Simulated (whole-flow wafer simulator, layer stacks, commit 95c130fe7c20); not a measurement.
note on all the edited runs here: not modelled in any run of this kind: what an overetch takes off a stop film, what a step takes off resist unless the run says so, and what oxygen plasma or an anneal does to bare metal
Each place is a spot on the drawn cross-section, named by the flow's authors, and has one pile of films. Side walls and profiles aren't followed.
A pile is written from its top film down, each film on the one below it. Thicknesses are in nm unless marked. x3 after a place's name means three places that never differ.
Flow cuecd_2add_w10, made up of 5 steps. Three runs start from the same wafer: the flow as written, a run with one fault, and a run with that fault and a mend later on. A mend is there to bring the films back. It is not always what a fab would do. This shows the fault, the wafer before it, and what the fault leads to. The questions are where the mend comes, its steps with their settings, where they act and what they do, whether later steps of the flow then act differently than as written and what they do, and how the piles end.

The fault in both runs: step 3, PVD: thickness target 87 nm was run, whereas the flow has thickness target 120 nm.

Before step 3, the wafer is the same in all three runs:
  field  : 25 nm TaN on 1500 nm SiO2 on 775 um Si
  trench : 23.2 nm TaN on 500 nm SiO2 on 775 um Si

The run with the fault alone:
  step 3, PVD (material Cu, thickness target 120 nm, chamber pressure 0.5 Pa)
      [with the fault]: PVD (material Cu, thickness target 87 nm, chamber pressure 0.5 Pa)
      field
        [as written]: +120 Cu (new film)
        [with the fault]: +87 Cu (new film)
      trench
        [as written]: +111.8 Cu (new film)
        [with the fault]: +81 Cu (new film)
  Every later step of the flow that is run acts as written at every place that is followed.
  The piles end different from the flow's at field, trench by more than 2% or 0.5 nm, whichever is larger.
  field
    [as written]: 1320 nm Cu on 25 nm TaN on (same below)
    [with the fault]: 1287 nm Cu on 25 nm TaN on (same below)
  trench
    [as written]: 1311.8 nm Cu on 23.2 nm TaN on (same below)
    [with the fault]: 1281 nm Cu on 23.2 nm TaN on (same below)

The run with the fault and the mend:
  The mend follows step 3.
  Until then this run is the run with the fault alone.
  step 3a, PVD (material Cu, thickness target 33 nm, chamber pressure 0.5 Pa) (the flow's step 3, run once more with other settings)
      field
        +33 Cu
      trench
        +30.6 Cu
  Every later step of the flow that is run acts as written at every place that is followed.
  At the end the piles are close to the flow's at the places that both follow, differing by at most 2% or 0.5 nm, whichever is larger.
